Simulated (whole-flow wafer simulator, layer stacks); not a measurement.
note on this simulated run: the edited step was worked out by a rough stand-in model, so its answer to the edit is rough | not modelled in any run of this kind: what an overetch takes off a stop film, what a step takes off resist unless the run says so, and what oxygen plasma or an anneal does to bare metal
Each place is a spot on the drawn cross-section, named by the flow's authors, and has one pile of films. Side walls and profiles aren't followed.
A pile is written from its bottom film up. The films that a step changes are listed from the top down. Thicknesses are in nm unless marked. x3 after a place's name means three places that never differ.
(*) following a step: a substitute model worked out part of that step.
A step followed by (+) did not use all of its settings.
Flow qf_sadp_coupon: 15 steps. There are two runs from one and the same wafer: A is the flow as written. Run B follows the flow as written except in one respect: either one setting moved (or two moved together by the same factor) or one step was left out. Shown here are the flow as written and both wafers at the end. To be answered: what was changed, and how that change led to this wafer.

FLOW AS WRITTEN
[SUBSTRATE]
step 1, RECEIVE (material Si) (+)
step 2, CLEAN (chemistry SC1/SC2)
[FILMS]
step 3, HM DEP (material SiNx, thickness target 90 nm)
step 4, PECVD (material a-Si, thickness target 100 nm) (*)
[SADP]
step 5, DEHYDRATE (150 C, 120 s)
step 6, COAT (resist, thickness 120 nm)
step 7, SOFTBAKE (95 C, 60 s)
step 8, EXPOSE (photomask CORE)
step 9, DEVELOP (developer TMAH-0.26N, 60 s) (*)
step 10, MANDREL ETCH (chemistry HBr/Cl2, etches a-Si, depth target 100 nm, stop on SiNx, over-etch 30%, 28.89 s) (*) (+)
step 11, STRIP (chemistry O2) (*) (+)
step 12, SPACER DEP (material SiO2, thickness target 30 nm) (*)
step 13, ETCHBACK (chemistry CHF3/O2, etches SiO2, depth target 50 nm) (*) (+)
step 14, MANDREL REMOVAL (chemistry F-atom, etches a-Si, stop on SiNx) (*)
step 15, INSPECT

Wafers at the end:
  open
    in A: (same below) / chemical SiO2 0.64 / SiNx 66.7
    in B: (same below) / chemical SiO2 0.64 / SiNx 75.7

Cause: step 13, ETCHBACK: depth target 40.5 nm was run, while the flow as written has depth target 50 nm.

The path from the change to this, step by step:
  step 13, ETCHBACK (chemistry CHF3/O2, etches SiO2, depth target 50 nm) (*) (+)
      m: A -30 SiO2 (all of it), -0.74 chemical SiO2 (all of it), -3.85 a-Si | B -30 SiO2 (all of it), -0.74 chemical SiO2 (all of it), -1.95 a-Si
      open: A -30 SiO2 (all of it), -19 SiNx | B -30 SiO2 (all of it), -10 SiNx
